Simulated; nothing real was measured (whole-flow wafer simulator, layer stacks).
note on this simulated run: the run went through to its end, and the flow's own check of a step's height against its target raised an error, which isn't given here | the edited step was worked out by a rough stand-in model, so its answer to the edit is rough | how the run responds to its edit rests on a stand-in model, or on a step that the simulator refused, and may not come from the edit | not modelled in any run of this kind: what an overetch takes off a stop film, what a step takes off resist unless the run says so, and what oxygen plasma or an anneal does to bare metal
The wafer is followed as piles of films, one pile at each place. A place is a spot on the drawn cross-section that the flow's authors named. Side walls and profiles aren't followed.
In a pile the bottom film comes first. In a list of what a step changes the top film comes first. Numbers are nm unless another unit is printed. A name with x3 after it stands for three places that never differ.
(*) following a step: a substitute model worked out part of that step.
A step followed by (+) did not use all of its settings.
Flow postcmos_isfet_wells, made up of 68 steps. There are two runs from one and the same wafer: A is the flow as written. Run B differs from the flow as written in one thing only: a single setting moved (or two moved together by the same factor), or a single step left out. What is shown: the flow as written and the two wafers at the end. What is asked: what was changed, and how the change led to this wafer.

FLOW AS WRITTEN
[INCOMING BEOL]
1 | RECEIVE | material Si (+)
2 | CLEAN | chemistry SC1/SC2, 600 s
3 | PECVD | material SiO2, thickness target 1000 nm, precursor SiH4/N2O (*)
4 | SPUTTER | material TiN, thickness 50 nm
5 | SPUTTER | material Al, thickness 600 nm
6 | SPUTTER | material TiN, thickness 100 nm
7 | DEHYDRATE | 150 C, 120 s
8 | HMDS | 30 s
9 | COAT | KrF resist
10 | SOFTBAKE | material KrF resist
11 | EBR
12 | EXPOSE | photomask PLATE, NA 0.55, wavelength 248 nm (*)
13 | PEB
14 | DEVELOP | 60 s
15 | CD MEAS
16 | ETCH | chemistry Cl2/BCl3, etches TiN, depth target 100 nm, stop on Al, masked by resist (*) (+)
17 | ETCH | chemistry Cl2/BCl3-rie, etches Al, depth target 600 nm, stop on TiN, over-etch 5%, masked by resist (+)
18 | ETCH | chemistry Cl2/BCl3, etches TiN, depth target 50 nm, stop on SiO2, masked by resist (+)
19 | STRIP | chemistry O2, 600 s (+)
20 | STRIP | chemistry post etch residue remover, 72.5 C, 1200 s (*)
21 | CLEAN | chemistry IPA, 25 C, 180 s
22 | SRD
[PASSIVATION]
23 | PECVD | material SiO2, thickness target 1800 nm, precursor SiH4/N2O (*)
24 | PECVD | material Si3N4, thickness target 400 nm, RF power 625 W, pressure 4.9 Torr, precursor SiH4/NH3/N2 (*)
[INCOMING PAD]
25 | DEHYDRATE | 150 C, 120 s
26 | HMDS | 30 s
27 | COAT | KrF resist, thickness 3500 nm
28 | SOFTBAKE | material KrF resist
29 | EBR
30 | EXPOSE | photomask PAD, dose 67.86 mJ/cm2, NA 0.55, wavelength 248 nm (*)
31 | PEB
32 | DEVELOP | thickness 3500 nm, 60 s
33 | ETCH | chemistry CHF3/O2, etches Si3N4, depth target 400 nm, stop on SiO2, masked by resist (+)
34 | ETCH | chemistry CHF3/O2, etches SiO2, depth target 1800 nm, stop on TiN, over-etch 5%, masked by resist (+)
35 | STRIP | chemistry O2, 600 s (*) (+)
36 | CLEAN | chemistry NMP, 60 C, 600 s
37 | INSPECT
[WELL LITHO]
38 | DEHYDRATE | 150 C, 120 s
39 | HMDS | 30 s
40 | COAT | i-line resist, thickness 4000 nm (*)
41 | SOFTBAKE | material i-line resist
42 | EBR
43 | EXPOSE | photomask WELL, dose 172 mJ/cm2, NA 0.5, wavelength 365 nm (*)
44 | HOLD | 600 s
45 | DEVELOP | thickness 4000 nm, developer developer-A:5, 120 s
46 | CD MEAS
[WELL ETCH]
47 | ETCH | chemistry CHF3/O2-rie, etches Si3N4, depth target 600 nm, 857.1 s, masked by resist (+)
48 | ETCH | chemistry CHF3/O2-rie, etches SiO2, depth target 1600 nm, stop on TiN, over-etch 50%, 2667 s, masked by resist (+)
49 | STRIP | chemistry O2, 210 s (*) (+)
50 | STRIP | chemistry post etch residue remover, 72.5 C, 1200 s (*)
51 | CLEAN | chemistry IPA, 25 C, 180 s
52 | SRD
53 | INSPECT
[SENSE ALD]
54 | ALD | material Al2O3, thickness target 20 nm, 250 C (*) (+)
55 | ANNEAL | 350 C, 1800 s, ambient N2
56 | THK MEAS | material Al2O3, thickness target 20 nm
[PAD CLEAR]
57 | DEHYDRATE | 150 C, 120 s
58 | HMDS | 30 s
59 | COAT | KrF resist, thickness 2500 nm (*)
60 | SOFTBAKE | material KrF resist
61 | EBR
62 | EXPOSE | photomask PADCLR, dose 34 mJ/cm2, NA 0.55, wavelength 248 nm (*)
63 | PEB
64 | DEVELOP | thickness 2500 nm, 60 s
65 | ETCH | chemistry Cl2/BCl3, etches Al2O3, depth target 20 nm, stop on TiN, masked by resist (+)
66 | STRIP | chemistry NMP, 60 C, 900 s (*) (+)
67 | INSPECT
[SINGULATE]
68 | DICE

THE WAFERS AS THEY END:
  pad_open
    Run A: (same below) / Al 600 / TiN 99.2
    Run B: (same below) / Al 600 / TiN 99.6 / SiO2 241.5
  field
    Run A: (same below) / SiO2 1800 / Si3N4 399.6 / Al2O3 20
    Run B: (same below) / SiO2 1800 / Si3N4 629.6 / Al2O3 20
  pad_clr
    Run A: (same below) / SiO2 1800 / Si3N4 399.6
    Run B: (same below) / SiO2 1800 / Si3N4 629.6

The reason: step 24, PECVD: thickness target 630 nm was run, though the flow has thickness target 400 nm.

How this came from the change, step by step:
  24 | PECVD | material Si3N4, thickness target 400 nm, RF power 625 W, pressure 4.9 Torr, precursor SiH4/NH3/N2 (*)
      field, margin, well900, well1300 x3, pad_rim, pad_clr, pad_open: A Si3N4 gains 400 (new film) | B Si3N4 gains 630 (new film)
  33 | ETCH | chemistry CHF3/O2, etches Si3N4, depth target 400 nm, stop on SiO2, masked by resist (+)
      pad_open: A Si3N4 loses 400 (all of it) | B Si3N4 loses 400
  34 | ETCH | chemistry CHF3/O2, etches SiO2, depth target 1800 nm, stop on TiN, over-etch 5%, masked by resist (+)
      pad_open: A SiO2 loses 1800 (all of it) | B Si3N4 loses 230 (all of it), SiO2 loses 1558.5
  47 | ETCH | chemistry CHF3/O2-rie, etches Si3N4, depth target 600 nm, 857.1 s, masked by resist (+)
      well900, well1300 x3: A Si3N4 loses 400 (all of it), SiO2 loses 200 | B Si3N4 loses 600
  48 | ETCH | chemistry CHF3/O2-rie, etches SiO2, depth target 1600 nm, stop on TiN, over-etch 50%, 2667 s, masked by resist (+)
      well900, well1300 x3: A SiO2 loses 1600 (all of it) | B Si3N4 loses 30 (all of it), SiO2 loses 1800 (all of it)
  59 | COAT | KrF resist, thickness 2500 nm (*)
      field: A KrF resist gains 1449 (new film) | B KrF resist gains 1339.1 (new film)
      margin: A KrF resist gains 1448.9 (new film) | B KrF resist gains 1339 (new film)
  63 | PEB
      field, margin: A KrF resist loses 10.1 | B KrF resist loses 9.31
  66 | STRIP | chemistry NMP, 60 C, 900 s (*) (+)
      field, margin: A KrF resist loses 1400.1 (all of it) | B KrF resist loses 1291 (all of it)
